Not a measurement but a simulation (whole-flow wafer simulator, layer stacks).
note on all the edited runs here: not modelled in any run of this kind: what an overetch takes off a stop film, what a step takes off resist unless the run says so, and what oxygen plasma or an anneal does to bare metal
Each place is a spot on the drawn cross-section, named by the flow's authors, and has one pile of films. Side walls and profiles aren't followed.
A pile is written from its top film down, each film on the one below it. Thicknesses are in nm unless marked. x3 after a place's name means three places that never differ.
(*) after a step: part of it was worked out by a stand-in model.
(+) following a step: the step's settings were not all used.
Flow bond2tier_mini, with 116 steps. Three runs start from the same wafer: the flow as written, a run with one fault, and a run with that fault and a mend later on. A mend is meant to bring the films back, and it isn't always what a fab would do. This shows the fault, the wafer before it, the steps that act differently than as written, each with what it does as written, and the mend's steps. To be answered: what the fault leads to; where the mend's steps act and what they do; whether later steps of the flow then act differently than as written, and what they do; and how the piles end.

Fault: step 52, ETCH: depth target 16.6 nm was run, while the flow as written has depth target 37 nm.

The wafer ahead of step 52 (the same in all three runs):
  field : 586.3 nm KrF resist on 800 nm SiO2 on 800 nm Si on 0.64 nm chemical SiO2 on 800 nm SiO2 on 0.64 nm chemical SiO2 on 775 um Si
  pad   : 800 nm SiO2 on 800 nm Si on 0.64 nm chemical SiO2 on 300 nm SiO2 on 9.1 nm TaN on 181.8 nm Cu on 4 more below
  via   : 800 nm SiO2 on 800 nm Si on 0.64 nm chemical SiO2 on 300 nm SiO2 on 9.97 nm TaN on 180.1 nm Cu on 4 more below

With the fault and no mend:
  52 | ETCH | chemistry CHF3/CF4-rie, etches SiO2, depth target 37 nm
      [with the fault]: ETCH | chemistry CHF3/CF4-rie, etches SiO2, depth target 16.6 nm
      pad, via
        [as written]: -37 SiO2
        [with the fault]: -16.6 SiO2
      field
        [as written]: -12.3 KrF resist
        [with the fault]: -5.53 KrF resist
  Steps further on in the flow that do not act as written (5 other steps are not shown; they differ only slightly, by no more than 2% or 0.5 nm, whichever is larger):
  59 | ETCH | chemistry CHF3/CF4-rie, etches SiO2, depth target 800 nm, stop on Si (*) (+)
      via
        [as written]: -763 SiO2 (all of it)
        [with the fault]: -783.4 SiO2 (all of it)
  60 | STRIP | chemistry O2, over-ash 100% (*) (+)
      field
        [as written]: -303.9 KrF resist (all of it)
        [with the fault]: -312.6 KrF resist (all of it)
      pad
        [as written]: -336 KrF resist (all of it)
        [with the fault]: -326.9 KrF resist (all of it)
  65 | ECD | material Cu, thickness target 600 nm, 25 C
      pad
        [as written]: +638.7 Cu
        [with the fault]: +617.3 Cu
  At pad, the piles at the end differ from the flow's by more than 2% or 0.5 nm, whichever is larger.
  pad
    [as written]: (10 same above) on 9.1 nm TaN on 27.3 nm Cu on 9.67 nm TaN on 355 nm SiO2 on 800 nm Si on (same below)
    [with the fault]: (10 same above) on 9.1 nm TaN on 6.74 nm Cu on 9.86 nm TaN on 375.4 nm SiO2 on 800 nm Si on (same below)

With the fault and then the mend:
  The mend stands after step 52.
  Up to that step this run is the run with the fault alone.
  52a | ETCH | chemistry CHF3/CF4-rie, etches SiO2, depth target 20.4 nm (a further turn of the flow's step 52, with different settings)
      pad, via
        -20.4 SiO2
      field
        -6.8 KrF resist
  Later steps of the flow that are run all act as written at every place that is followed.
  The piles end the same as the flow's at every place that both follow.
